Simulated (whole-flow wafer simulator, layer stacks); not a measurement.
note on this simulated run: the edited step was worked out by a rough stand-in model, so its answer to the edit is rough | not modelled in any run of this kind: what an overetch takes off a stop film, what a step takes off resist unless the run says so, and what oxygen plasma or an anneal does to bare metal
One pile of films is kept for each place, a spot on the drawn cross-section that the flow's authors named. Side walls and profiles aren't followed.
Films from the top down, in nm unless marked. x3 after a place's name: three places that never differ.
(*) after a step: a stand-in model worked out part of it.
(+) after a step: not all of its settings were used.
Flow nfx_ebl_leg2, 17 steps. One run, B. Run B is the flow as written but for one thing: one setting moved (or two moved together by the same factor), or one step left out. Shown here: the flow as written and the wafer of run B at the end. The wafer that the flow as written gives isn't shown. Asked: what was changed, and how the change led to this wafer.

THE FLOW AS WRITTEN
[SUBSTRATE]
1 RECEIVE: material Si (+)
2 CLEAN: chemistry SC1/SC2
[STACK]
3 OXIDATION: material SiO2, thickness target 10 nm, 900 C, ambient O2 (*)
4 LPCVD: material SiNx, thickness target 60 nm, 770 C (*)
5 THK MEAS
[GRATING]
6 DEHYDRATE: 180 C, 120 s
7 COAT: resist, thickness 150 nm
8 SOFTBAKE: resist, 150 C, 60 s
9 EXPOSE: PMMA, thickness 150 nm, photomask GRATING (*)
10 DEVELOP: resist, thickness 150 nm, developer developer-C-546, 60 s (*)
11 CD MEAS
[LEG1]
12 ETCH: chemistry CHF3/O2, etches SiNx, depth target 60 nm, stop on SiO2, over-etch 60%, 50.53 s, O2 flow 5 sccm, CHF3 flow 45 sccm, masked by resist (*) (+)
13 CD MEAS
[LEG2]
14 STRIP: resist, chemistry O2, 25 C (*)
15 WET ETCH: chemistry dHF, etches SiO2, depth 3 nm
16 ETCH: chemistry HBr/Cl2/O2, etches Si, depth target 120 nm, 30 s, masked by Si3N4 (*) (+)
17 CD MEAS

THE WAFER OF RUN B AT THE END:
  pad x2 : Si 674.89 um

The cause: step 16, ETCH: depth target 108 nm was run, where the flow has depth target 120 nm.

How the change led to this, step by step:
  16 ETCH: chemistry HBr/Cl2/O2, etches Si, depth target 120 nm, 30 s, masked by Si3N4 (*) (+)
      pad x2: Si -108 (as written it would be: Si -120)
